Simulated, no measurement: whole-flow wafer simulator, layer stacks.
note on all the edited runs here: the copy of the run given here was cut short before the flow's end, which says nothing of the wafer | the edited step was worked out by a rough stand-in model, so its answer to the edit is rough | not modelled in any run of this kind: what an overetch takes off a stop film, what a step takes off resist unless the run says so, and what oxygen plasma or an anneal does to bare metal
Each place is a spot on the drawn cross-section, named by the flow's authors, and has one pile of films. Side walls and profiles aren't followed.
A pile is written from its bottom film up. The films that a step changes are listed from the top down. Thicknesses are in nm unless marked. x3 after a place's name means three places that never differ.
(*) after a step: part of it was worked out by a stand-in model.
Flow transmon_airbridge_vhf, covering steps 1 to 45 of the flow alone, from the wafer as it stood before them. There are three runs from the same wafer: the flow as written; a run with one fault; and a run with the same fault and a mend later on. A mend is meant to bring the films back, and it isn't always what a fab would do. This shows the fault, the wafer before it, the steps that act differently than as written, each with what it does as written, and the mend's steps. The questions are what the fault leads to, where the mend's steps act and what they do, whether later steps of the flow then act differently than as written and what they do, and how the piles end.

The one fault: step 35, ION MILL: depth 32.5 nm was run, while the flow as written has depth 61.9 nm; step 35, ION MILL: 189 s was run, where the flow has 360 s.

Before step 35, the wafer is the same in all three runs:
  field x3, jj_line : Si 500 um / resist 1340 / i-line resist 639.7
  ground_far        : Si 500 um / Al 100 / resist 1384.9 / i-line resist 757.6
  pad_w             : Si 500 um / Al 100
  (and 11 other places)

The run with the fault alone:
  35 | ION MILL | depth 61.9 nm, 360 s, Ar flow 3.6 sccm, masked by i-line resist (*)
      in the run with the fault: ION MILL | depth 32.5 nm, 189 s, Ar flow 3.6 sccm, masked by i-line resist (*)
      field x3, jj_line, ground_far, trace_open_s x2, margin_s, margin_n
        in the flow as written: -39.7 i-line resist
        in the run with the fault: -20.9 i-line resist
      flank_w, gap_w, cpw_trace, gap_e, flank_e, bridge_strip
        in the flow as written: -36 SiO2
        in the run with the fault: -18.9 SiO2
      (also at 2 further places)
  Steps later in the flow that act otherwise than as written (not shown: 3 more steps that differ only slightly, by at most 2% or 0.5 nm, whichever is larger):
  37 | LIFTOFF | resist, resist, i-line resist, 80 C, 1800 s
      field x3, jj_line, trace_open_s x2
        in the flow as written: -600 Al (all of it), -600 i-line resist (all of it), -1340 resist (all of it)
        in the run with the fault: -600 Al (all of it), -618.8 i-line resist (all of it), -1340 resist (all of it)
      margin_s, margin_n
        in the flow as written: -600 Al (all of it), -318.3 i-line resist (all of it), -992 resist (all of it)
        in the run with the fault: -600 Al (all of it), -337.1 i-line resist (all of it), -992 resist (all of it)
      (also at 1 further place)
  The piles end different from the flow's at pad_w, pad_e by more than 2% or 0.5 nm, whichever is larger.
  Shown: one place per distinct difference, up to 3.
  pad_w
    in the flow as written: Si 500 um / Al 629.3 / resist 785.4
    in the run with the fault: Si 500 um / Al 658.8 / resist 780.7

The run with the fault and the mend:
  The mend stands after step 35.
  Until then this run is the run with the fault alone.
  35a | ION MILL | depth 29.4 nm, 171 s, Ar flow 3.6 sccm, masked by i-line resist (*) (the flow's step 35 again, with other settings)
      field x3, jj_line, ground_far, trace_open_s x2, margin_s, margin_n
        -18.9 i-line resist
      flank_w, gap_w, cpw_trace, gap_e, flank_e, bridge_strip
        -17.1 SiO2
      pad_w, pad_e
        -29.4 Al
  Every later step of the flow that is run acts as written at every place that is followed.
  At every place that both follow, the piles at the end match the flow's.
